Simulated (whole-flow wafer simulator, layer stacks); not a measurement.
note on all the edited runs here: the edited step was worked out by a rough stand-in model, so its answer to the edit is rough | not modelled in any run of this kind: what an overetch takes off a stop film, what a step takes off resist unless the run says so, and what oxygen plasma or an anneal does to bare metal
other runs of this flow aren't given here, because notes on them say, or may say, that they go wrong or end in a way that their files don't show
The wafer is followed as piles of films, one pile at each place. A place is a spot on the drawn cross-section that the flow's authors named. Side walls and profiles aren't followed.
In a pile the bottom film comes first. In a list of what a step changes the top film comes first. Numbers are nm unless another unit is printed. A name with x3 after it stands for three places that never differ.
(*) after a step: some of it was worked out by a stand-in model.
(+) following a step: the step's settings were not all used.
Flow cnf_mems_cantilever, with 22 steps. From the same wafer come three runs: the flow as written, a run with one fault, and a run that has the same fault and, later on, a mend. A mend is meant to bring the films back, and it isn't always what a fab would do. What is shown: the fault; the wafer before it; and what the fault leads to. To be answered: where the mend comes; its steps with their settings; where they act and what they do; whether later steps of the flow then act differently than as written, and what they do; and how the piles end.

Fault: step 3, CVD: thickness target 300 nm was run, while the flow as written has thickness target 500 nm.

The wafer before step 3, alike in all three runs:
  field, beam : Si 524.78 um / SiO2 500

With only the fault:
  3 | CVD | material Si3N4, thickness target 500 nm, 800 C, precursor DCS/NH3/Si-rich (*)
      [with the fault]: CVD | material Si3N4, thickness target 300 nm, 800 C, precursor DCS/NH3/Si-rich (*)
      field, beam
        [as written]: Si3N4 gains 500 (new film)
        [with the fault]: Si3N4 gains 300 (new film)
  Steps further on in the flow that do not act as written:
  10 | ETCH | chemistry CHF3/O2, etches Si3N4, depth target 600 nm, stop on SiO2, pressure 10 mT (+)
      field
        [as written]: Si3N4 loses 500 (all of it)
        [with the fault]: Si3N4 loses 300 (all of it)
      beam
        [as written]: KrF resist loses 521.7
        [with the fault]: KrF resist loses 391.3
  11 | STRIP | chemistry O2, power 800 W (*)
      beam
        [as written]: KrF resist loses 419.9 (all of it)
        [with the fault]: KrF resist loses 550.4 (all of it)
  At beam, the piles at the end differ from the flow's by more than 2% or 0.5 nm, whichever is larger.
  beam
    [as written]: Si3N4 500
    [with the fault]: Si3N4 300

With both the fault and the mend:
  After step 3 comes the mend.
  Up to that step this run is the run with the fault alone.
  3a | CVD | material Si3N4, thickness target 200 nm, 800 C, precursor DCS/NH3/Si-rich (*) (a further turn of the flow's step 3, with different settings)
      field, beam
        Si3N4 gains 200
  Later steps of the flow that are run all act as written at every place that is followed.
  By the end, the piles equal the flow's at every place that both follow.
